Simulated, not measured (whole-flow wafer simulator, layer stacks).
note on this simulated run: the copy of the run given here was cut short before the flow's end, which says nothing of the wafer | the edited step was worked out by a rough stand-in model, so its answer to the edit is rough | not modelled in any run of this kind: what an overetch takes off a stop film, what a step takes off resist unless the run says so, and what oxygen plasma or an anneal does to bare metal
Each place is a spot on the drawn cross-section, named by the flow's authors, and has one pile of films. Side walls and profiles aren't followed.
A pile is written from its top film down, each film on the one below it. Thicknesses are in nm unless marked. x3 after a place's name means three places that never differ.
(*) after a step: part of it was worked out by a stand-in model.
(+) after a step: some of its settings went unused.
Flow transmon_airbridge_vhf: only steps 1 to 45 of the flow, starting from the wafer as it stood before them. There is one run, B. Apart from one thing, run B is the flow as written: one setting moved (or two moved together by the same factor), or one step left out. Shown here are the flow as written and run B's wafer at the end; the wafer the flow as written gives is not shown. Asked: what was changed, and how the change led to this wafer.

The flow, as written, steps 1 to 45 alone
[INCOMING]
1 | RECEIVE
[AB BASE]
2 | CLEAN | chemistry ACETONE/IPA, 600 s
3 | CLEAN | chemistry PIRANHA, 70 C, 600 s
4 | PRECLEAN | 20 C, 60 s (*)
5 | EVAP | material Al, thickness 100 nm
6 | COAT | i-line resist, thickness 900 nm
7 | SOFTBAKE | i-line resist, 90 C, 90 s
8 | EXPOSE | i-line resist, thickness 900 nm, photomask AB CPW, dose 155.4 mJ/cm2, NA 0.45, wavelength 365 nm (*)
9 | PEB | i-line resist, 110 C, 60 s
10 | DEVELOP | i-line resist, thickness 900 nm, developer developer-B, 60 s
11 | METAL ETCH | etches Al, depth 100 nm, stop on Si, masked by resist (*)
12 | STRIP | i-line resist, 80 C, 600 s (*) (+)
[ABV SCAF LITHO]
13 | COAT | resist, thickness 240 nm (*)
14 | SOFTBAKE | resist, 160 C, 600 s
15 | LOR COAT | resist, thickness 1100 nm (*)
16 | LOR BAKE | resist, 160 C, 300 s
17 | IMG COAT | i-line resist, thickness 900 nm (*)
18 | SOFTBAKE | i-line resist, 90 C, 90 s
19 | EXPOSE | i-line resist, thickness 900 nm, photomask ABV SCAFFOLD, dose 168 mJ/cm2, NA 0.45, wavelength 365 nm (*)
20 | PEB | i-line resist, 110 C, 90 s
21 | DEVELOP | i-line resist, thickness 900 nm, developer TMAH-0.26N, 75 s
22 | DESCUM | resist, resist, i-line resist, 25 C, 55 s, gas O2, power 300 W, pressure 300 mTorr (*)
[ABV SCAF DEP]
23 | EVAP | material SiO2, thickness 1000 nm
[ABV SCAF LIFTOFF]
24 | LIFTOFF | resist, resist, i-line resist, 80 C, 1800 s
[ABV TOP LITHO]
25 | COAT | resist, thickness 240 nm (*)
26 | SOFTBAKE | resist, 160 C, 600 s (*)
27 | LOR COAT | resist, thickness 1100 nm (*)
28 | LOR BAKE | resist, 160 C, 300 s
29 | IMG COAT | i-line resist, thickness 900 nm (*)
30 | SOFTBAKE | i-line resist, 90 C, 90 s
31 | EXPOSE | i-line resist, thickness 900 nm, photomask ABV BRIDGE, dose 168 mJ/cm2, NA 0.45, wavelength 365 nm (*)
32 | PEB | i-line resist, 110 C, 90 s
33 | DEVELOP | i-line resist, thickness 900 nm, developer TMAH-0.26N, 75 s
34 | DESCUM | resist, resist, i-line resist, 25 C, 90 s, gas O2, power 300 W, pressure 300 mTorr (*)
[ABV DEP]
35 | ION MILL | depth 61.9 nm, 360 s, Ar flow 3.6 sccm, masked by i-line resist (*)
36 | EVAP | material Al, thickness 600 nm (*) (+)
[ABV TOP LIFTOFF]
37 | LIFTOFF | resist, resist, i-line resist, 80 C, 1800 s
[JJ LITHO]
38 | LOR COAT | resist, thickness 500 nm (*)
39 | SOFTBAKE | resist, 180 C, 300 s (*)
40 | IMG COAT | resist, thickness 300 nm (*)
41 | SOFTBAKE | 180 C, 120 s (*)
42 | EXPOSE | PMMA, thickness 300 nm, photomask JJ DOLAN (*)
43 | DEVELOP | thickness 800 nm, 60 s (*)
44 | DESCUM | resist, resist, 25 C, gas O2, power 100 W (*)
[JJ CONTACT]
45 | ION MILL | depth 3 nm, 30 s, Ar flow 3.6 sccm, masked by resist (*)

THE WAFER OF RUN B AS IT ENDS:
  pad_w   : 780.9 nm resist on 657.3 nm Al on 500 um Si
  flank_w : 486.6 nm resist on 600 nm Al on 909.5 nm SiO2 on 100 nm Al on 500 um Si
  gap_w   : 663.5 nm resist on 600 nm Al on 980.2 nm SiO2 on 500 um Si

What caused this: step 35, ION MILL: depth 34 nm was run, whereas the flow has depth 61.9 nm; step 35, ION MILL: 198 s was run, where the flow has 360 s.

How this came from the change, step by step:
  35 | ION MILL | depth 61.9 nm, 360 s, Ar flow 3.6 sccm, masked by i-line resist (*)
      field x3, jj_line, ground_far, trace_open_s x2, margin_s, margin_n: -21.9 i-line resist (as written it would have been: -39.7 i-line resist)
      flank_w, gap_w, cpw_trace, gap_e, flank_e, bridge_strip: -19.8 SiO2 (as written it would have been: -36 SiO2)
      (also at 2 further places)
  37 | LIFTOFF | resist, resist, i-line resist, 80 C, 1800 s
      field x3, jj_line, trace_open_s x2: -600 Al (all of it), -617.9 i-line resist (all of it), -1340 resist (all of it) (as written it would have been: -600 Al (all of it), -600 i-line resist (all of it), -1340 resist (all of it))
      margin_s, margin_n: -600 Al (all of it), -336.2 i-line resist (all of it), -992 resist (all of it) (as written it would have been: -600 Al (all of it), -318.3 i-line resist (all of it), -992 resist (all of it))
      (also at 1 further place)
